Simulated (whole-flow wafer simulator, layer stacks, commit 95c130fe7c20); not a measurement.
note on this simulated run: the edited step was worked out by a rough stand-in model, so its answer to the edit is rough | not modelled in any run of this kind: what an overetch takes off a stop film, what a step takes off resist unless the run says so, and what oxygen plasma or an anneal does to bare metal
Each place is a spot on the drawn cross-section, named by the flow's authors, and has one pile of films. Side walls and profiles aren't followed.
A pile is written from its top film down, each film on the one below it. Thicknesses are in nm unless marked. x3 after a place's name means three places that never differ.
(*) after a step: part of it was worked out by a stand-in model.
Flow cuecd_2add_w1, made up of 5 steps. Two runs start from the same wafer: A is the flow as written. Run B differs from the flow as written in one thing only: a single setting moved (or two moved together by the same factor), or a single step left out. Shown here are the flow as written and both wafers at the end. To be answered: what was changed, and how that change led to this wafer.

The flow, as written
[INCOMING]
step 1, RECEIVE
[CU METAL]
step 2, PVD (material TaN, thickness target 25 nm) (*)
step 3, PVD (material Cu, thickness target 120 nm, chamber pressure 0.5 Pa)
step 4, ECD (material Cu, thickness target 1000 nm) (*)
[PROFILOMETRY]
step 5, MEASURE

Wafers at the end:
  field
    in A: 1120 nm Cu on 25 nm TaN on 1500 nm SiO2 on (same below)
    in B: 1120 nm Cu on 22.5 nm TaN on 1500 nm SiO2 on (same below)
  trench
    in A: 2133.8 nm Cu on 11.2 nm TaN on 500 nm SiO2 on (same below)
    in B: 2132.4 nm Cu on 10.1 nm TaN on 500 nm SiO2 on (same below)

Cause: step 2, PVD: thickness target 22.5 nm was run, though the flow has thickness target 25 nm.
One can read it off the wafer: field has TaN 22.5, and step 2 as written asks for 25 nm.

The path from the change to this, step by step:
  step 2, PVD (material TaN, thickness target 25 nm) (*)
      field: A +25 TaN (new film) | B +22.5 TaN (new film)
      trench: A +11.2 TaN (new film) | B +10.1 TaN (new film)
